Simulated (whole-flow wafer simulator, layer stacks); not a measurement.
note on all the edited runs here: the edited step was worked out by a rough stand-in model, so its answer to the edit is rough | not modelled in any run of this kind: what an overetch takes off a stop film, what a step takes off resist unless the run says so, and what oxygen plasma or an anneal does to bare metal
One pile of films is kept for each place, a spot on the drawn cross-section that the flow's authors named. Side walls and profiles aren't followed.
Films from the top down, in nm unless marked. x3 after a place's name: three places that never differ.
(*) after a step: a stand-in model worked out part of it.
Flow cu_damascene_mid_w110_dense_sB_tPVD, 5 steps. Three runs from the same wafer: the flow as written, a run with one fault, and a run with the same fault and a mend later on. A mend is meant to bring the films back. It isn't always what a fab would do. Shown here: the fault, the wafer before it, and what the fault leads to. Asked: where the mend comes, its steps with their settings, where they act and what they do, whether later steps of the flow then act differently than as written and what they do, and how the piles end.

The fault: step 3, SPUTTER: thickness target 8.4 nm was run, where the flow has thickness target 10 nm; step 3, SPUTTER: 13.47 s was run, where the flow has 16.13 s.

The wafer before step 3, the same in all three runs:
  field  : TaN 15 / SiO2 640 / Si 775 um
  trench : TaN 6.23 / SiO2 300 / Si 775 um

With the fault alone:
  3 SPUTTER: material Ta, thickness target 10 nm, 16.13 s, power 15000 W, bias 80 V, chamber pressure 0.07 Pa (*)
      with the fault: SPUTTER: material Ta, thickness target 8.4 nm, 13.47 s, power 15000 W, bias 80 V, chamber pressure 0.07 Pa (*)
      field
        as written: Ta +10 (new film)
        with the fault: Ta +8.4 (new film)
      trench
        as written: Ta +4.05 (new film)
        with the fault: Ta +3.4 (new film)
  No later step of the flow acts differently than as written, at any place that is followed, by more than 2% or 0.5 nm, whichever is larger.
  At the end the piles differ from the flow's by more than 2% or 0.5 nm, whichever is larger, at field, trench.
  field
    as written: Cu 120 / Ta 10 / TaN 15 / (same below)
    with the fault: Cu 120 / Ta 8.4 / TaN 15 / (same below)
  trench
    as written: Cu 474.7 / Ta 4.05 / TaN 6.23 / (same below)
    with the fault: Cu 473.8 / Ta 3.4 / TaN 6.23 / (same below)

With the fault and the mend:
  The mend comes after step 3.
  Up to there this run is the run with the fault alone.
  3a SPUTTER: material Ta, thickness target 1.65 nm, 2.661 s, power 15000 W, bias 80 V, chamber pressure 0.07 Pa (*) (the flow's step 3 once more, with other settings)
      field
        Ta +1.65
      trench
        Ta +0.65
  No later step of the flow acts differently than as written, at any place that is followed, by more than 2% or 0.5 nm, whichever is larger.
  At the end the piles differ from the flow's only slightly at the places that both follow, by at most 2% or 0.5 nm, whichever is larger.
